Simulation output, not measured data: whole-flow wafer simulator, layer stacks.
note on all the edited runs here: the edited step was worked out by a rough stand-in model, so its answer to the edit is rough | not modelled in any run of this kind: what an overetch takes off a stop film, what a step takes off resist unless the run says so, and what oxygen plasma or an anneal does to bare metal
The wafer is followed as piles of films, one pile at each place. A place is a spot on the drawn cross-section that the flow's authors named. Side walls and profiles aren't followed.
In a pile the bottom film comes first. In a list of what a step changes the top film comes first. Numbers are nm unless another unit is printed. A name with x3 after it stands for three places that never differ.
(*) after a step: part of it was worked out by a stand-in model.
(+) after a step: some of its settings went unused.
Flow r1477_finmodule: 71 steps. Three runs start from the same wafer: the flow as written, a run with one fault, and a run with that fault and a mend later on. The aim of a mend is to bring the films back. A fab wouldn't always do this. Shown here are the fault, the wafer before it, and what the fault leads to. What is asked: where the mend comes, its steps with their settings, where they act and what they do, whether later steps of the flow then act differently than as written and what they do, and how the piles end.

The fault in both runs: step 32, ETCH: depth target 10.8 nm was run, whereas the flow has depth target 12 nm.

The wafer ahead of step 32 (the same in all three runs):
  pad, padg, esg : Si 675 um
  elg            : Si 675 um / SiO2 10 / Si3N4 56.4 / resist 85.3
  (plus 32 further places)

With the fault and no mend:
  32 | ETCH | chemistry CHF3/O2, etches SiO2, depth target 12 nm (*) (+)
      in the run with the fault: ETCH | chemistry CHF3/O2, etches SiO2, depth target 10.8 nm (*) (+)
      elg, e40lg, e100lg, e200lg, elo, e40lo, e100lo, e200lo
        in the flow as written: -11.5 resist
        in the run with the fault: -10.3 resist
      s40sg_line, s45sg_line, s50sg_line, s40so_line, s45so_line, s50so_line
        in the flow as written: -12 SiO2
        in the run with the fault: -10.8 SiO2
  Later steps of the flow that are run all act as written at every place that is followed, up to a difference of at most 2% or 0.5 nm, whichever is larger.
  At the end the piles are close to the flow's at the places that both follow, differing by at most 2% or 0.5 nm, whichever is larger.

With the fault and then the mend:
  The mend follows step 32.
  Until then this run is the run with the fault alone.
  32a | ETCH | chemistry CHF3/O2, etches SiO2, depth target 1.2 nm (*) (a further turn of the flow's step 32, with different settings)
      pad, padg, e40sg and 11 more
        -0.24 Si
      elg, e40lg, e100lg, e200lg, elo, e40lo, e100lo, e200lo
        -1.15 resist
      s40cg, s45cg, s50cg, s40co, s45co, s50co
        -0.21 Si
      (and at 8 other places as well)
  Later steps of the flow that are run all act as written at every place that is followed, up to a difference of at most 2% or 0.5 nm, whichever is larger.
  At the end the piles are close to the flow's at the places that both follow, differing by at most 2% or 0.5 nm, whichever is larger.
